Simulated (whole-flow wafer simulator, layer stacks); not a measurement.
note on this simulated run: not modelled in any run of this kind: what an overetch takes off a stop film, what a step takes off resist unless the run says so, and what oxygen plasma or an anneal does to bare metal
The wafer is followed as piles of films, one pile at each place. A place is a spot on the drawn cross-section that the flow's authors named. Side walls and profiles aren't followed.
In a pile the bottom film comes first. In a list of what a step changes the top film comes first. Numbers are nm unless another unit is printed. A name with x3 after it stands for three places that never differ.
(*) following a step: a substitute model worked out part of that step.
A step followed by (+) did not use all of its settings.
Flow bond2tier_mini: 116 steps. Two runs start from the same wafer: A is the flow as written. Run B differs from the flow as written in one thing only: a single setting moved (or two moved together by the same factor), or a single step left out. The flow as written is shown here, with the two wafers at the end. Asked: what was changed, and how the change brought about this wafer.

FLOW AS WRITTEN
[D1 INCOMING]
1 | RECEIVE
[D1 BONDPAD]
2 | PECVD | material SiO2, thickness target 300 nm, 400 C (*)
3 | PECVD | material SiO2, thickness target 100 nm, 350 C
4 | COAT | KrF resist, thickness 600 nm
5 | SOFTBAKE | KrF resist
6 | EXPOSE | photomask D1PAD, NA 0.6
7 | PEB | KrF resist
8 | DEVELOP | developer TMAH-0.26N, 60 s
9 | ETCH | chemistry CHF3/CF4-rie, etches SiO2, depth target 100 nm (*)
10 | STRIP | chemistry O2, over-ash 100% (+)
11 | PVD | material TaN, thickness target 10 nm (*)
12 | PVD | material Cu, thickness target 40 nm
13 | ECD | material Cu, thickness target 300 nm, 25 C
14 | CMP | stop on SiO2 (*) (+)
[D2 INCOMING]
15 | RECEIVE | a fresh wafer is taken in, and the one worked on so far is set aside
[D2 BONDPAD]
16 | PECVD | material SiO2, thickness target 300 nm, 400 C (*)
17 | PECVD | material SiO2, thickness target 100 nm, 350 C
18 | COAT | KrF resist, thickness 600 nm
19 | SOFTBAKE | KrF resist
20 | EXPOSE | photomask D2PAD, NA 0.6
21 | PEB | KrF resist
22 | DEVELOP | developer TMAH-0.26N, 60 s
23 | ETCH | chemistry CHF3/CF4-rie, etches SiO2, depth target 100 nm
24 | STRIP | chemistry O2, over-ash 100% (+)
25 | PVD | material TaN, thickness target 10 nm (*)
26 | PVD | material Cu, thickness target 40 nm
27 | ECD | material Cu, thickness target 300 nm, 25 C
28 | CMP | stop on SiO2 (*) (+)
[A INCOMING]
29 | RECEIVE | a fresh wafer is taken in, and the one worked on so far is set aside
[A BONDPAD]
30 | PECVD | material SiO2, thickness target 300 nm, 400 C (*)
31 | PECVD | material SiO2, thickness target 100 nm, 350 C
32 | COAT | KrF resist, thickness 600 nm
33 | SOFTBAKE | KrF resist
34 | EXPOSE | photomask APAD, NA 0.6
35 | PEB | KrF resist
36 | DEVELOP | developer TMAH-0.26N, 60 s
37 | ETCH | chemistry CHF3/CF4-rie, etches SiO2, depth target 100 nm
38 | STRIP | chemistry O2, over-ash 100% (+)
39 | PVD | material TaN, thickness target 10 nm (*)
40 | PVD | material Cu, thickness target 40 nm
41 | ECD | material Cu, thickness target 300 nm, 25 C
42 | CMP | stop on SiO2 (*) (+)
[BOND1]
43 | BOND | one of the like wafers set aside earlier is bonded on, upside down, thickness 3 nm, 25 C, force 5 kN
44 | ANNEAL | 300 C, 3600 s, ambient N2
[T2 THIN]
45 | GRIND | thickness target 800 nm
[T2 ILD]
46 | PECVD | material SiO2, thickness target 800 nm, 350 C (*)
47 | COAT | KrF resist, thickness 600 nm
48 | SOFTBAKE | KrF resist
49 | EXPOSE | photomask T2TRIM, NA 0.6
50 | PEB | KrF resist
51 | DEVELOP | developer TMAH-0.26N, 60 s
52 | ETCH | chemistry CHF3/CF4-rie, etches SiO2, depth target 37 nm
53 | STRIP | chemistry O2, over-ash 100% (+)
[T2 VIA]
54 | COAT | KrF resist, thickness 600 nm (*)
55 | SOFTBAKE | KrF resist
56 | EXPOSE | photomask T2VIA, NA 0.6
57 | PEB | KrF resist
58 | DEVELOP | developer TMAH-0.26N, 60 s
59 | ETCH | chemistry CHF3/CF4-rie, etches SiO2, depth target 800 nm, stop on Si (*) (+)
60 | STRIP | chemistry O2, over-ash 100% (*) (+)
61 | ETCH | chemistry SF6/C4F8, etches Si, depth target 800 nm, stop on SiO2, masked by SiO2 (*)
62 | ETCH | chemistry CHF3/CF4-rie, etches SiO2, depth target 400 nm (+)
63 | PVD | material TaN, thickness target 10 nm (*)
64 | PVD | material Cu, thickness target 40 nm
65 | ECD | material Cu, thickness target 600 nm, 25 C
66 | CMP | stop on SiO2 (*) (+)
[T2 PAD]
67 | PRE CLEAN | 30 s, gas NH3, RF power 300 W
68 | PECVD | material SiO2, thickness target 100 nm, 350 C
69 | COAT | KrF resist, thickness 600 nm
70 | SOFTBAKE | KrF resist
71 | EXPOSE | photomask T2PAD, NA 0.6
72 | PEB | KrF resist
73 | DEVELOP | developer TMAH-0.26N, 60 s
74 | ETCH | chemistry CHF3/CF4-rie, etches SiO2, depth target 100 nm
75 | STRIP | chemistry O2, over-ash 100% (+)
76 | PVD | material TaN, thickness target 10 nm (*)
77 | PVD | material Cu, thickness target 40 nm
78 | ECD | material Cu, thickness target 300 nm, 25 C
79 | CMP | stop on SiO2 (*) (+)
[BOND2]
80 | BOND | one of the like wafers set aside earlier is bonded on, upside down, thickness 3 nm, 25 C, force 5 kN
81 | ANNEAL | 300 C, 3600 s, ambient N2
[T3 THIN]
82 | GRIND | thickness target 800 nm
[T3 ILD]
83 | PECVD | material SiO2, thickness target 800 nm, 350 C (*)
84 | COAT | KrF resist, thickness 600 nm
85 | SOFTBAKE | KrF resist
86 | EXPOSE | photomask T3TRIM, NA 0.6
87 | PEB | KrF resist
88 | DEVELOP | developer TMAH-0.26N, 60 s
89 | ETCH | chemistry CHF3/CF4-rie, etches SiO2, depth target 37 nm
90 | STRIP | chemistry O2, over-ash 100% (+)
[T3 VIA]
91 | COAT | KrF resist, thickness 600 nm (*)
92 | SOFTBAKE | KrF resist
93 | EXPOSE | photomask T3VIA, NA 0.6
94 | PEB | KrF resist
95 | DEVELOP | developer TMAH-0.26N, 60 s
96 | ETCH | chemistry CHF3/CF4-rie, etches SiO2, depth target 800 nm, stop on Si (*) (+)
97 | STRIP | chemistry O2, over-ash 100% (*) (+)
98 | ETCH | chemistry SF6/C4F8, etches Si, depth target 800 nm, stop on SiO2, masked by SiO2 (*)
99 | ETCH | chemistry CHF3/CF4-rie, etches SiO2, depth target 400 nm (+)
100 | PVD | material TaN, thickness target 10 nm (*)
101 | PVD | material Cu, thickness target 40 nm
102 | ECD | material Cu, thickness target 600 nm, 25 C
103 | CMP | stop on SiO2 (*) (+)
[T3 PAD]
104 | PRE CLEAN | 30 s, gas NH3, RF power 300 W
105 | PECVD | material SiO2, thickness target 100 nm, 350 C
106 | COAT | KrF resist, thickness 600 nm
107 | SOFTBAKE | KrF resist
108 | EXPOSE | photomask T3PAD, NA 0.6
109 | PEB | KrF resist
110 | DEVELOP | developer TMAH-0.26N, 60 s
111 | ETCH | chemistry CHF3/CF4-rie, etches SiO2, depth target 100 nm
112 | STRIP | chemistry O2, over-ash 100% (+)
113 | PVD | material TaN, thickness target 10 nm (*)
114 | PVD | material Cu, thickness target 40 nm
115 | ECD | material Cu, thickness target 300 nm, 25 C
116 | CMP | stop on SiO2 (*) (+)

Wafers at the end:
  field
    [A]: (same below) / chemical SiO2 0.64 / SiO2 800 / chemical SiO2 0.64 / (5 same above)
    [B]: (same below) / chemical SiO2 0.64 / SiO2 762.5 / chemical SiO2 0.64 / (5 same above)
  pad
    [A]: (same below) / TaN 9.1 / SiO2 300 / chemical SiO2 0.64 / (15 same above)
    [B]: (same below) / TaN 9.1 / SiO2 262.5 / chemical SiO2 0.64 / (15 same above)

Cause: step 3, PECVD: thickness target 62.5 nm was run, whereas the flow has thickness target 100 nm.

How this came from the change, step by step:
  3 | PECVD | material SiO2, thickness target 100 nm, 350 C
      field, pad, via: A +100 SiO2 | B +62.5 SiO2
  43 | BOND | one of the like wafers set aside earlier is bonded on, upside down, thickness 3 nm, 25 C, force 5 kN
      field: A +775 um Si (new film), +0.64 chemical SiO2 (new film), +400 SiO2 | B +775 um Si (new film), +0.64 chemical SiO2 (new film), +362.5 SiO2
      pad: A +775 um Si (new film), +0.64 chemical SiO2 (new film), +300 SiO2 (new film), +9.1 TaN (new film), +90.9 Cu | B +775 um Si (new film), +0.64 chemical SiO2 (new film), +262.5 SiO2 (new film), +9.1 TaN (new film), +90.9 Cu
      (and at 1 other place as well)
